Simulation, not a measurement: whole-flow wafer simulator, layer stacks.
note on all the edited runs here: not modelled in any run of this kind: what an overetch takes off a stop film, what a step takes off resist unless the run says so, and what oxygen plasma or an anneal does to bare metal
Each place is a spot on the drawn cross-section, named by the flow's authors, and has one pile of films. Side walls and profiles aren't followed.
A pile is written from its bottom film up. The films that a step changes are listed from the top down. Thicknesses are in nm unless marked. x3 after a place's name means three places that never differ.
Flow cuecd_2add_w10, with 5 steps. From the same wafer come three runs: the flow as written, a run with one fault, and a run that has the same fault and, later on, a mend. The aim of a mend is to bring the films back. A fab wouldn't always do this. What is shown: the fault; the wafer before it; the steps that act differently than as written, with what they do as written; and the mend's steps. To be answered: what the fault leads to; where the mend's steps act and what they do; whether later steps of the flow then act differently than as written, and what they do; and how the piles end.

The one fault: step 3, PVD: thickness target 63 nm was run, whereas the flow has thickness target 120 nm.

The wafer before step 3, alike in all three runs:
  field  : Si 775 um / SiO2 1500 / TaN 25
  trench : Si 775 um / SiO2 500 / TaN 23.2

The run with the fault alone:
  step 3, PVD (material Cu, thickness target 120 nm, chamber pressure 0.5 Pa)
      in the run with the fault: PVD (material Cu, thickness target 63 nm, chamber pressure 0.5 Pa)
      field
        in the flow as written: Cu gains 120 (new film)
        in the run with the fault: Cu gains 63 (new film)
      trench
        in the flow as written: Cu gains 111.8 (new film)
        in the run with the fault: Cu gains 58.6 (new film)
  None of the later steps of the flow acts differently than as written at any place that is followed.
  The piles end different from the flow's at field, trench by more than 2% or 0.5 nm, whichever is larger.
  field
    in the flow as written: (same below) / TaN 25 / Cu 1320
    in the run with the fault: (same below) / TaN 25 / Cu 1263
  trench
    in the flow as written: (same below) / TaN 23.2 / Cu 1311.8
    in the run with the fault: (same below) / TaN 23.2 / Cu 1258.6

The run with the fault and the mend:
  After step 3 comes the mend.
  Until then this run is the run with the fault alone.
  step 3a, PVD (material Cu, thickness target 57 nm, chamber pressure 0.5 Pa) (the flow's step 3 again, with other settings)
      field
        Cu gains 57
      trench
        Cu gains 53
  None of the later steps of the flow acts differently than as written at any place that is followed.
  The piles end only slightly different from the flow's at the places that both follow, by no more than 2% or 0.5 nm, whichever is larger.
